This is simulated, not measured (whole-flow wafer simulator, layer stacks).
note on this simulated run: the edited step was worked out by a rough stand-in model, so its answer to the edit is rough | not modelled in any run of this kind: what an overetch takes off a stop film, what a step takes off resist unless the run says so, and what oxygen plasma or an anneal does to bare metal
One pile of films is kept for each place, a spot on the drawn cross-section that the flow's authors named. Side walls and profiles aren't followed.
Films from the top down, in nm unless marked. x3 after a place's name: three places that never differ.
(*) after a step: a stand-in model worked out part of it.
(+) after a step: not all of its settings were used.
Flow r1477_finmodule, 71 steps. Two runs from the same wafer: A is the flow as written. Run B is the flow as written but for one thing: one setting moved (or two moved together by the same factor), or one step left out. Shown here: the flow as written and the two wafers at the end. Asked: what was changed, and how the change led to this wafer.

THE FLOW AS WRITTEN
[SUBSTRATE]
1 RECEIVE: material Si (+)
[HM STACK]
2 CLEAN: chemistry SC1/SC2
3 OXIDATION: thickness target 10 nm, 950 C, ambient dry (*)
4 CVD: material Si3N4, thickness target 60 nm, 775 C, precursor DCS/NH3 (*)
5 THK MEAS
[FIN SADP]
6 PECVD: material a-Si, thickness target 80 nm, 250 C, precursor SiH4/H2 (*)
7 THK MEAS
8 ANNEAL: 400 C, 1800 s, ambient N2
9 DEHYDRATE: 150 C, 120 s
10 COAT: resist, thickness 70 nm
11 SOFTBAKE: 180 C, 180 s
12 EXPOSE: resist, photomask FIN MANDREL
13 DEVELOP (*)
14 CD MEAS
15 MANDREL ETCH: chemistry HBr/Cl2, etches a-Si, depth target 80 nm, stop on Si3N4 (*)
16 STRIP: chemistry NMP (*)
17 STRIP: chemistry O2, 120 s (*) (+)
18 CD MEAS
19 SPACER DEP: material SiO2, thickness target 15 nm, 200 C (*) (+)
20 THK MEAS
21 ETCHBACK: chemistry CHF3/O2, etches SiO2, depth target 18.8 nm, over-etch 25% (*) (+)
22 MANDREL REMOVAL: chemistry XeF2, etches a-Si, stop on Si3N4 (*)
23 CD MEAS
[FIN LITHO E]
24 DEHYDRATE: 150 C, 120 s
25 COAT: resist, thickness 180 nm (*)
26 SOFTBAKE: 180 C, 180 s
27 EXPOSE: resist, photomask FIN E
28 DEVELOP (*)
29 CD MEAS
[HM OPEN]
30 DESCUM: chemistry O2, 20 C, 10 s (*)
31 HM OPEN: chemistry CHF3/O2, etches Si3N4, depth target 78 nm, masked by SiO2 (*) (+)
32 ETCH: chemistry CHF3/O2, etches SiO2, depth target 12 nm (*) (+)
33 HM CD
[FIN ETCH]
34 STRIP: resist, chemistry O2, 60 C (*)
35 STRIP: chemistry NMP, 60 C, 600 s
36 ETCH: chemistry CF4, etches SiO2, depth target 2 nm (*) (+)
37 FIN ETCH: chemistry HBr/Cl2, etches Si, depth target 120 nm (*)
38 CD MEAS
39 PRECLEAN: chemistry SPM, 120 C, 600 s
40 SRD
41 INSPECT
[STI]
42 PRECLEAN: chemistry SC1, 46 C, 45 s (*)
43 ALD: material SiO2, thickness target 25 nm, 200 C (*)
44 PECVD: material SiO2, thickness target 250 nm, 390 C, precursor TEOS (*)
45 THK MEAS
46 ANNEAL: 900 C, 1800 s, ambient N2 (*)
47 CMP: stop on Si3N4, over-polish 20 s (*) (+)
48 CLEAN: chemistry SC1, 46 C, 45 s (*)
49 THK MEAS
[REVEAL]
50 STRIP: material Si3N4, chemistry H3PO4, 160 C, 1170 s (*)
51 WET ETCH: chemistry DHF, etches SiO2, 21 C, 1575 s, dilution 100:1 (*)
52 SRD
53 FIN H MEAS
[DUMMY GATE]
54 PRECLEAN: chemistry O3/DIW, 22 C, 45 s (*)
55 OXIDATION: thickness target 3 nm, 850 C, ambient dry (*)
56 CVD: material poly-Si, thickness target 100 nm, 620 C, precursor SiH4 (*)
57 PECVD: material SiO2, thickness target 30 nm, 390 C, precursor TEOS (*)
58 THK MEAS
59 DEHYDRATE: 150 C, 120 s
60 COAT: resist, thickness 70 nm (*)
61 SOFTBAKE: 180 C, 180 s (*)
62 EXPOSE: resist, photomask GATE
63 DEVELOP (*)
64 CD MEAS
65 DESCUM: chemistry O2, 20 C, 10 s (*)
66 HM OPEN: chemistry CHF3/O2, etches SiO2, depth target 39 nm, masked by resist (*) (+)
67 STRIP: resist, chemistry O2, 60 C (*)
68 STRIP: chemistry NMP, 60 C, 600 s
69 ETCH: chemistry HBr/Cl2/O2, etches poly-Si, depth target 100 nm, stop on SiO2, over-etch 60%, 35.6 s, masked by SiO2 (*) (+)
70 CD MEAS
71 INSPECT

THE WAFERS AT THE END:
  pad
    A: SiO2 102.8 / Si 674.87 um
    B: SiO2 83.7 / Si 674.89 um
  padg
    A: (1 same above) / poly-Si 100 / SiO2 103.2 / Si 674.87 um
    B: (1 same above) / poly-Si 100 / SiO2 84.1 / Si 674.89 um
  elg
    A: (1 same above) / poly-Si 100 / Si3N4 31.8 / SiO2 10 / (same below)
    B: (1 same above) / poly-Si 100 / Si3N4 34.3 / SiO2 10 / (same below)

The cause: step 37, FIN ETCH: depth target 100.8 nm was run, where the flow has depth target 120 nm.

How the change led to this, step by step:
  37 FIN ETCH: chemistry HBr/Cl2, etches Si, depth target 120 nm (*)
      pad, padg, esg and 19 more: A Si -120 | B Si -100.8
      elg, e40lg, e100lg, e200lg, elo, e40lo, e100lo, e200lo: A Si3N4 -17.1 | B Si3N4 -14.4
      (and at 6 more places)
  43 ALD: material SiO2, thickness target 25 nm, 200 C (*)
      s40cg, s45cg, s50cg, s40co, s45co, s50co: A SiO2 +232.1 (new film) | B SiO2 +214.4 (new film)
      esg: A SiO2 +194.3 (new film) | B SiO2 +177.8 (new film)
  47 CMP: stop on Si3N4, over-polish 20 s (*) (+)
      pad, padg, e40sg and 11 more: A SiO2 -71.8 | B SiO2 -91
      eso: A SiO2 -72.4 | B SiO2 -91.6
  51 WET ETCH: chemistry DHF, etches SiO2, 21 C, 1575 s, dilution 100:1 (*)
      elg, e40lg, e100lg, e200lg, elo, e40lo, e100lo, e200lo: A SiO2 -17.8 (all of it), Si3N4 -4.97 | B SiO2 -15.1 (all of it), Si3N4 -5.19
  67 STRIP: resist, chemistry O2, 60 C (*)
      e40sg: A resist -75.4 (all of it) | B resist -77.7 (all of it)
      e100sg: A resist -75.3 (all of it) | B resist -77.7 (all of it)
      (and at 1 more place)
